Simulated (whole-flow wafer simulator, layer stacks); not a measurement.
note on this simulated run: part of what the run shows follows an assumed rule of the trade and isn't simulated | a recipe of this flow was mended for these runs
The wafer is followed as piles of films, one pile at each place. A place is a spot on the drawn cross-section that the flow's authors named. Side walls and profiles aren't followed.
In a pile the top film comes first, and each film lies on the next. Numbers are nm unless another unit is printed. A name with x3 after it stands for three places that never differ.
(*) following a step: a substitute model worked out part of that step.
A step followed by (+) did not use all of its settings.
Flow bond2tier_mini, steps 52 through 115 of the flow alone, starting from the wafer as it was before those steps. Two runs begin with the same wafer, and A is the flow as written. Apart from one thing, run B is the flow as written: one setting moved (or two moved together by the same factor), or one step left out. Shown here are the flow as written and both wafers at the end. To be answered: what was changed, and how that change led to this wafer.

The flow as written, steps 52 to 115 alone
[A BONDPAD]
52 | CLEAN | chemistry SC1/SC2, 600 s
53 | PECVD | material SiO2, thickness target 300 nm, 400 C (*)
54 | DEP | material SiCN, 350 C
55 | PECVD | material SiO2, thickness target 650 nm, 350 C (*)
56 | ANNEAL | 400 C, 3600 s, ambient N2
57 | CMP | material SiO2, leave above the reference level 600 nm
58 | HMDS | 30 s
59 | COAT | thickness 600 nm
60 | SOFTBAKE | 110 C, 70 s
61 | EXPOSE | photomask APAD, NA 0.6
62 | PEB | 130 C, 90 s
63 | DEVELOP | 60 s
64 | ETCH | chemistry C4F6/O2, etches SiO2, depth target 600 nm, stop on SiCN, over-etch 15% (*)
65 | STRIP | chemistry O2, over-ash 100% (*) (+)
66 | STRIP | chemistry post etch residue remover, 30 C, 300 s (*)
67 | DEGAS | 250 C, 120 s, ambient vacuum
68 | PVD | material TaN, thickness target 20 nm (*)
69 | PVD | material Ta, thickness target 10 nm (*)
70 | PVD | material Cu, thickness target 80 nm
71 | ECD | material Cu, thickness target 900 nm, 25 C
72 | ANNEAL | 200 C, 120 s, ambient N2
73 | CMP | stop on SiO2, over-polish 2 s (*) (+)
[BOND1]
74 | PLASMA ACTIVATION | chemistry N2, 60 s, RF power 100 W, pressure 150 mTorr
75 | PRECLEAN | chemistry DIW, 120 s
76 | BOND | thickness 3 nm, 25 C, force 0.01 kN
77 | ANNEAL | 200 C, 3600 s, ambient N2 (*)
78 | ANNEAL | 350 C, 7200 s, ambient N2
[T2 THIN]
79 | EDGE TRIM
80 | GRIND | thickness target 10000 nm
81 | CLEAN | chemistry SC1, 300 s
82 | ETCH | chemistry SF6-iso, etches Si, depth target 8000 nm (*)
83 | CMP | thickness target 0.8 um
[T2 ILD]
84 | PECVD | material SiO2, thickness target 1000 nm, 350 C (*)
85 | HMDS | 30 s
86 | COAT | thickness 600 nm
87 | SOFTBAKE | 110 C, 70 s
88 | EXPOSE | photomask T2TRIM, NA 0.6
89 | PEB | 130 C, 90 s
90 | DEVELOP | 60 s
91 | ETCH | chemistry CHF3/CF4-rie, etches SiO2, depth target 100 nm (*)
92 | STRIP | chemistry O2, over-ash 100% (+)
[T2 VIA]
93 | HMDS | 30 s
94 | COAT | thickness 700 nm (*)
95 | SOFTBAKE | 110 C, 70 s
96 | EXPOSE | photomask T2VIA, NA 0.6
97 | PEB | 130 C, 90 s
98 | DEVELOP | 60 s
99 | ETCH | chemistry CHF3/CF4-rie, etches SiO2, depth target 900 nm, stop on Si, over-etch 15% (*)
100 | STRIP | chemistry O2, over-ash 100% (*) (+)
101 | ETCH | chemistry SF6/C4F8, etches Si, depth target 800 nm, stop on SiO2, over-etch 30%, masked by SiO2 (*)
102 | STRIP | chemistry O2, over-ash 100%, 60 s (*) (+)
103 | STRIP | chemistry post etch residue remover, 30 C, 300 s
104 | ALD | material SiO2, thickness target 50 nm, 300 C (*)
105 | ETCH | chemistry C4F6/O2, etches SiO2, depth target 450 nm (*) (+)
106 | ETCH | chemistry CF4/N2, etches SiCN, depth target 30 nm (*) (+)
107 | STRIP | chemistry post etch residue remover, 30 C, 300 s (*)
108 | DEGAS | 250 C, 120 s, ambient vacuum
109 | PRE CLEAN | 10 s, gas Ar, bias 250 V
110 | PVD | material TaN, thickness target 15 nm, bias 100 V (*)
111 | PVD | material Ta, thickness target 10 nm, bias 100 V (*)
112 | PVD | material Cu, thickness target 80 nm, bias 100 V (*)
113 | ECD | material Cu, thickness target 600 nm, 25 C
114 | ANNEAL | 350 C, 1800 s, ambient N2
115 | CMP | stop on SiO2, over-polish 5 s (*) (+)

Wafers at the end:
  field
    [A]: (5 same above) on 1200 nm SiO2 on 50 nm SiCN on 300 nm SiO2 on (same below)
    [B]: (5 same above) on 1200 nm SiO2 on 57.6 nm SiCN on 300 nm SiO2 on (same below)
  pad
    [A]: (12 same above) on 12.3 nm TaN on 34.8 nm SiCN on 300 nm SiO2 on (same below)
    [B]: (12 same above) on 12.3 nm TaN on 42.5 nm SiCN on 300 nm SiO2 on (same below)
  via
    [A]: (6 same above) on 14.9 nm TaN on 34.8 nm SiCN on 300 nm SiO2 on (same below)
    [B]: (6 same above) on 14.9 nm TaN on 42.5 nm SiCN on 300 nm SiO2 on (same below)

What caused this: step 54, DEP: 316 C was run, though the flow has 350 C.

How this came from the change, step by step:
  54 | DEP | material SiCN, 350 C
      field, pad, via: A SiCN gains 50 (new film) | B SiCN gains 57.6 (new film)
